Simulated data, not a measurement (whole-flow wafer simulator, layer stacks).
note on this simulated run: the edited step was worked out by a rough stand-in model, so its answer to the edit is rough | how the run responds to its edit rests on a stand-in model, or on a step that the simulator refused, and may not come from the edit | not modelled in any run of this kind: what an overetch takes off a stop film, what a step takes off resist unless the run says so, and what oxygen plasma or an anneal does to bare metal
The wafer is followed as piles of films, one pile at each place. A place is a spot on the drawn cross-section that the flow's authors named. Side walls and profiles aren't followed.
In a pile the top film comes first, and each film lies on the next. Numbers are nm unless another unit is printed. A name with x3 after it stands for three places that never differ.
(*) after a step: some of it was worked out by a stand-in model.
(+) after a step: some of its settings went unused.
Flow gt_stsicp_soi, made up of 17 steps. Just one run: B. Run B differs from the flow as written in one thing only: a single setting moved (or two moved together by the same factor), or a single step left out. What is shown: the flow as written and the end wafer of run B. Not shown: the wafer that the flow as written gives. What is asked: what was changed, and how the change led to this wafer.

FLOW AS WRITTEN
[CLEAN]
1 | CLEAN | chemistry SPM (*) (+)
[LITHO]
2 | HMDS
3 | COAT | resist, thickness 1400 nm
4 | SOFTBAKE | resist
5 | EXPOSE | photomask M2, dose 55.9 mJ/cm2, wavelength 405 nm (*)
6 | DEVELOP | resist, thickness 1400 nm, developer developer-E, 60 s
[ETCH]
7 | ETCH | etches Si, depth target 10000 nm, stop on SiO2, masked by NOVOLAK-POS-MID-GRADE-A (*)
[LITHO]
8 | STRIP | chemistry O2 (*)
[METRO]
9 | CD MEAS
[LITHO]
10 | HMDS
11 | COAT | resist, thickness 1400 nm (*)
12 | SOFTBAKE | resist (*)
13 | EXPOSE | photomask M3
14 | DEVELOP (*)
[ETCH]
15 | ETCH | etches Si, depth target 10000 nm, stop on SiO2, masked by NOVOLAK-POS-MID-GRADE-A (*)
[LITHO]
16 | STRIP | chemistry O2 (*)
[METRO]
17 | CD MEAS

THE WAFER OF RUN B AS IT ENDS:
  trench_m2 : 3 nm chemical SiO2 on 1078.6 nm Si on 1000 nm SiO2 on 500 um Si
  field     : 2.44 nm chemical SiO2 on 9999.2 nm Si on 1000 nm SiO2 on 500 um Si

The reason: step 7, ETCH: depth target 8920 nm was run, while the flow as written has depth target 10000 nm.

Step by step, how the change led to this:
  7 | ETCH | etches Si, depth target 10000 nm, stop on SiO2, masked by NOVOLAK-POS-MID-GRADE-A (*)
      trench_m2: -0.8 chemical SiO2 (all of it), -8920 Si (it would be, as written: -0.8 chemical SiO2 (all of it), -9999.9 Si (all of it))
      field, trench_m3: -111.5 resist (it would be, as written: -125 resist)
  8 | STRIP | chemistry O2 (*)
      trench_m2: +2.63 chemical SiO2 (new film), -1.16 Si (it would be, as written: nothing)
  11 | COAT | resist, thickness 1400 nm (*)
      trench_m2: +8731 resist (new film) (it would be, as written: +9583.4 resist (new film))
  16 | STRIP | chemistry O2 (*)
      trench_m2: -8606 resist (all of it), +0.37 chemical SiO2, -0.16 Si (it would be, as written: -9458.4 resist (all of it))
